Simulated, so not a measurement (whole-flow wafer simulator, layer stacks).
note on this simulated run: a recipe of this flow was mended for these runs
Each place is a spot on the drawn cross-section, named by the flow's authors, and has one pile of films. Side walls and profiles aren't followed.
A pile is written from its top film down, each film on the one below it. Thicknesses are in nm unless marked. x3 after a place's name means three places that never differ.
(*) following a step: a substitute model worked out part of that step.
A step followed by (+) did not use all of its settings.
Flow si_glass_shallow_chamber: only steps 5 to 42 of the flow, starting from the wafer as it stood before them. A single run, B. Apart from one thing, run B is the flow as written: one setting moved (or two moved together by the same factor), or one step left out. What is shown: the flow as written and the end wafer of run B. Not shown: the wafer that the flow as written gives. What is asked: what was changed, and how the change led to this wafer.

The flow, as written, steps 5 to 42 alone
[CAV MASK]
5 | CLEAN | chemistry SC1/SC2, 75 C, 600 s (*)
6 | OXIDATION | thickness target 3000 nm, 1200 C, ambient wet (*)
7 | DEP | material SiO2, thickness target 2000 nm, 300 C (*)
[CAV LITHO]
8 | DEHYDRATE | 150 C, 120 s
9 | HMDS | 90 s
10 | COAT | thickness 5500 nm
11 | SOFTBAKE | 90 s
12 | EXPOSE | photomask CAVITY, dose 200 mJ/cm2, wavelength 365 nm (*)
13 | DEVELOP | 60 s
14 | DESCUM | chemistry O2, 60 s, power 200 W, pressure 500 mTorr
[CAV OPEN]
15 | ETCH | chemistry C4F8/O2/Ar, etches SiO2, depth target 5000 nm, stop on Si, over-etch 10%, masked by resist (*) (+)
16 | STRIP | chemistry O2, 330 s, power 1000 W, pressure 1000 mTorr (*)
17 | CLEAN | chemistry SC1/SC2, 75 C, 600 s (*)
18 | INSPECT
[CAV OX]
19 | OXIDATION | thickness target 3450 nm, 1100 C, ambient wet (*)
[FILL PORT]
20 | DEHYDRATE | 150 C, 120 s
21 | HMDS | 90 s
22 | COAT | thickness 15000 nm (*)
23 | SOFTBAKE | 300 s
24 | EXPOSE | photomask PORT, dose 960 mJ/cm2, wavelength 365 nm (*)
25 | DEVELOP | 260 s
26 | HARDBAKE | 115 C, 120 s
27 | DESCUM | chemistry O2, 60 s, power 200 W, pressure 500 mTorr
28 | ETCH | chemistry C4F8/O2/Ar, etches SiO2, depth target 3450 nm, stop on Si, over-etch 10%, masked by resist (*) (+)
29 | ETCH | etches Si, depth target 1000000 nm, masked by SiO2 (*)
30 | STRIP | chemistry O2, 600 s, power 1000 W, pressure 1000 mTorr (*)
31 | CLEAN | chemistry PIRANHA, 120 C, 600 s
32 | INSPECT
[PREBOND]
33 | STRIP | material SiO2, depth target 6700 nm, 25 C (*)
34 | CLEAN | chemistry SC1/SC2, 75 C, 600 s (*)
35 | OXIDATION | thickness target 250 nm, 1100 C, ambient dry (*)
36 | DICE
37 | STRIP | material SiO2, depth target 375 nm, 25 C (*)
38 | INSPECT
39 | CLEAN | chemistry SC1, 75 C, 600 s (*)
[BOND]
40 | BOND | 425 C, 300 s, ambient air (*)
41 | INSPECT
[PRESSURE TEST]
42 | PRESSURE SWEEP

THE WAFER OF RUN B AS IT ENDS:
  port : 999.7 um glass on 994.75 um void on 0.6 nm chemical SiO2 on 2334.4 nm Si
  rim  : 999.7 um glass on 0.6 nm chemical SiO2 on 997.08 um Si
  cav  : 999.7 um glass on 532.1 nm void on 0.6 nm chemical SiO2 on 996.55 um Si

What caused this: step 6, OXIDATION: thickness target 5569 nm was run, while the flow as written has thickness target 3000 nm.

Step by step, how the change led to this:
  6 | OXIDATION | thickness target 3000 nm, 1200 C, ambient wet (*)
      rim, ramp, cav, port, septum, ring: +5569 SiO2 (new film), -0.6 chemical SiO2 (all of it), -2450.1 Si (it would be, as written: +3000 SiO2 (new film), -0.6 chemical SiO2 (all of it), -1319.7 Si)
  15 | ETCH | chemistry C4F8/O2/Ar, etches SiO2, depth target 5000 nm, stop on Si, over-etch 10%, masked by resist (*) (+)
      cav, port: -5500 SiO2 (it would be, as written: -5000 SiO2 (all of it), -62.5 Si)
  16 | STRIP | chemistry O2, 330 s, power 1000 W, pressure 1000 mTorr (*)
      cav, port: nothing (it would be, as written: +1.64 chemical SiO2 (new film), -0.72 Si)
  17 | CLEAN | chemistry SC1/SC2, 75 C, 600 s (*)
      cav, port: -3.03 SiO2 (it would be, as written: -1.04 chemical SiO2, -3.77 Si)
  19 | OXIDATION | thickness target 3450 nm, 1100 C, ambient wet (*)
      cav, port: +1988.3 SiO2, -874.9 Si (it would be, as written: +3450 SiO2 (new film), -0.6 chemical SiO2 (all of it), -1517.7 Si)
      rim, ramp, septum, ring: +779 SiO2, -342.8 Si (it would be, as written: +1110.9 SiO2, -488.8 Si)
  22 | COAT | thickness 15000 nm (*)
      rim: +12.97 um thick-i-line-resist (new film) (it would be, as written: +13.4 um thick-i-line-resist (new film))
      ramp: +12.32 um thick-i-line-resist (new film) (it would be, as written: +12.89 um thick-i-line-resist (new film))
      (and at 4 other places as well)
  23 | SOFTBAKE | 300 s
      rim: -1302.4 thick-i-line-resist (it would be, as written: -997 thick-i-line-resist)
      ramp: -652.3 thick-i-line-resist (it would be, as written: -487.1 thick-i-line-resist)
      (and at 4 other places as well)
  25 | DEVELOP | 260 s
      port: -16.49 um thick-i-line-resist (all of it) (it would be, as written: -16.16 um thick-i-line-resist (all of it))
  26 | HARDBAKE | 115 C, 120 s
      rim, ramp: -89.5 thick-i-line-resist (it would be, as written: -98.2 thick-i-line-resist)
      cav: -151.7 thick-i-line-resist (it would be, as written: -147.1 thick-i-line-resist)
  28 | ETCH | chemistry C4F8/O2/Ar, etches SiO2, depth target 3450 nm, stop on Si, over-etch 10%, masked by resist (*) (+)
      port: -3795 SiO2 (it would be, as written: -3450 SiO2 (all of it), -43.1 Si)
  29 | ETCH | etches Si, depth target 1000000 nm, masked by SiO2 (*)
      port: -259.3 SiO2 (all of it), -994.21 um Si (it would be, as written: +997.05 um hole (new film), -997.05 um Si (all of it))
      rim, ramp: -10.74 um thick-i-line-resist (all of it), -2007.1 SiO2 (it would be, as written: -11.47 um thick-i-line-resist (all of it), -1617.3 SiO2)
      (and at 2 other places as well)
  30 | STRIP | chemistry O2, 600 s, power 1000 W, pressure 1000 mTorr (*)
      port: +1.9 chemical SiO2 (new film), -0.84 Si (it would be, as written: nothing)
      cav: -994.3 thick-i-line-resist (all of it) (it would be, as written: -669.6 thick-i-line-resist (all of it))
  33 | STRIP | material SiO2, depth target 6700 nm, 25 C (*)
      port: -1.9 chemical SiO2 (all of it) (it would be, as written: nothing)
      rim, ramp: -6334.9 SiO2 (all of it) (it would be, as written: -4487.5 SiO2 (all of it))
      (and at 3 other places as well)
  34 | CLEAN | chemistry SC1/SC2, 75 C, 600 s (*)
      port: +0.6 chemical SiO2 (new film), -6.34 Si (it would be, as written: nothing)
  35 | OXIDATION | thickness target 250 nm, 1100 C, ambient dry (*)
      port: +250 SiO2 (new film), -0.6 chemical SiO2 (all of it), -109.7 Si (it would be, as written: nothing)
  37 | STRIP | material SiO2, depth target 375 nm, 25 C (*)
      port: -250 SiO2 (all of it) (it would be, as written: nothing)
  ... and 1 more step ...
  40 | BOND | 425 C, 300 s, ambient air (*)
      port: +999.7 um glass (new film), +994.75 um void (new film) (it would be, as written: +999.7 um glass (new film), +1017.3 hole)
      cav: +999.7 um glass (new film), +532.1 void (new film) (it would be, as written: +999.7 um glass (new film), +1095.9 void (new film))
